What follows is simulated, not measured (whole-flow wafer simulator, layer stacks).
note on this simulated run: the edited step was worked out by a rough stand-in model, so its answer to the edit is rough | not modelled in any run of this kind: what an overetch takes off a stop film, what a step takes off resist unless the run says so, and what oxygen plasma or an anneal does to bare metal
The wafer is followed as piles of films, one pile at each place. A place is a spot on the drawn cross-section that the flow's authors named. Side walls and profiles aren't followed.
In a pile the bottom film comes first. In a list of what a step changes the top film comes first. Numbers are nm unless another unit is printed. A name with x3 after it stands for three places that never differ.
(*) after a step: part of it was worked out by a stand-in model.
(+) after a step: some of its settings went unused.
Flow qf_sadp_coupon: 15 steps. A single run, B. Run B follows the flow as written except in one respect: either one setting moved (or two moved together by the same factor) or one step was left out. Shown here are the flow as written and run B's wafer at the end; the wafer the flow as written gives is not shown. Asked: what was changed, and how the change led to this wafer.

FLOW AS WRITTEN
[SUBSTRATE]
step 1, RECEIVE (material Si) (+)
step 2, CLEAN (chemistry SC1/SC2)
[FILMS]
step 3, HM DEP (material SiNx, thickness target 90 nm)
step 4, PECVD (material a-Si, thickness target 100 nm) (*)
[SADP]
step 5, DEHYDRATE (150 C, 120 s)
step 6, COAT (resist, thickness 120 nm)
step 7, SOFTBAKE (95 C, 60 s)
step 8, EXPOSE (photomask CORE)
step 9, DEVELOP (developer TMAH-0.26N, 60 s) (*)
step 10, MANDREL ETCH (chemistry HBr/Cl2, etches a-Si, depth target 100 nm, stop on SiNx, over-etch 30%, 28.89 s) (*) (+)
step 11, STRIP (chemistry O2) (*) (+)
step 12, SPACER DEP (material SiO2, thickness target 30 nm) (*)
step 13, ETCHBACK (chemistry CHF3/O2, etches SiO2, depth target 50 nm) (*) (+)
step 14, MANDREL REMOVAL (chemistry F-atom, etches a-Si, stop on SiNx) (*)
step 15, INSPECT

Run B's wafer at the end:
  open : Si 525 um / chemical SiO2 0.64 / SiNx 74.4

The reason: step 13, ETCHBACK: depth target 41.9 nm was run, while the flow as written has depth target 50 nm.

How this came from the change, step by step:
  step 13, ETCHBACK (chemistry CHF3/O2, etches SiO2, depth target 50 nm) (*) (+)
      m: SiO2 loses 30 (all of it), chemical SiO2 loses 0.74 (all of it), a-Si loses 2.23 (it would be, as written: SiO2 loses 30 (all of it), chemical SiO2 loses 0.74 (all of it), a-Si loses 3.85)
      open: SiO2 loses 30 (all of it), SiNx loses 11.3 (it would be, as written: SiO2 loses 30 (all of it), SiNx loses 19)
